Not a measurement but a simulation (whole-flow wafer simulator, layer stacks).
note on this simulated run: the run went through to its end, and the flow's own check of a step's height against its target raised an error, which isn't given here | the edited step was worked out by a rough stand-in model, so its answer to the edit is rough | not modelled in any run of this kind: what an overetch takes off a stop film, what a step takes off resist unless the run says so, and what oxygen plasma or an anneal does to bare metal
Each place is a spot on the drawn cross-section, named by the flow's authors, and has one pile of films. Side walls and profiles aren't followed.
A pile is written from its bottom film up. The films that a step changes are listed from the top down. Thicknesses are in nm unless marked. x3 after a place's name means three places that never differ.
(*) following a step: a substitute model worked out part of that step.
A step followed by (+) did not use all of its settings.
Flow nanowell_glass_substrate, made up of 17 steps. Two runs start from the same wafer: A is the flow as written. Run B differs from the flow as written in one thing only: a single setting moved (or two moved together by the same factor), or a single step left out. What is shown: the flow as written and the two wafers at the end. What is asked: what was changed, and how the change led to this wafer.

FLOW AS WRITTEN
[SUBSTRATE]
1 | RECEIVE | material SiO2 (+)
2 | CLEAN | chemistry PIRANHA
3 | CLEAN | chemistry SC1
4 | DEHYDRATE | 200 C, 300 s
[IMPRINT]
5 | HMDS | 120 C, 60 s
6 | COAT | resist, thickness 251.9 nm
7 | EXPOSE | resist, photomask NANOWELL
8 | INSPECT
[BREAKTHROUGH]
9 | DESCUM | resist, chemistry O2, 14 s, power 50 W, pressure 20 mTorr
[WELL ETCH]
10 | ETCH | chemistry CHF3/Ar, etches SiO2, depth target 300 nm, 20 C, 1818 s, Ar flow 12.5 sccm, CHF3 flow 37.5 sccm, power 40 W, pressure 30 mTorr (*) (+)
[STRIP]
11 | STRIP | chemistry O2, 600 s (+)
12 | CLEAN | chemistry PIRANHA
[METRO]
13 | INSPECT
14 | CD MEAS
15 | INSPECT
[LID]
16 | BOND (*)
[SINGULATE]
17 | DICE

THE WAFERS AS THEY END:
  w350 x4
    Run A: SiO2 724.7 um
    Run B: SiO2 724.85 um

Cause: step 10, ETCH: depth target 154.5 nm was run, while the flow as written has depth target 300 nm; step 10, ETCH: 936.3 s was run, where the flow has 1818 s.

How this came from the change, step by step:
  10 | ETCH | chemistry CHF3/Ar, etches SiO2, depth target 300 nm, 20 C, 1818 s, Ar flow 12.5 sccm, CHF3 flow 37.5 sccm, power 40 W, pressure 30 mTorr (*) (+)
      w350 x4: A SiO2 loses 300 | B SiO2 loses 154.5
      land: A resist loses 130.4 | B resist loses 67.2
  11 | STRIP | chemistry O2, 600 s (+)
      land: A resist loses 125.9 (all of it) | B resist loses 189.2 (all of it)
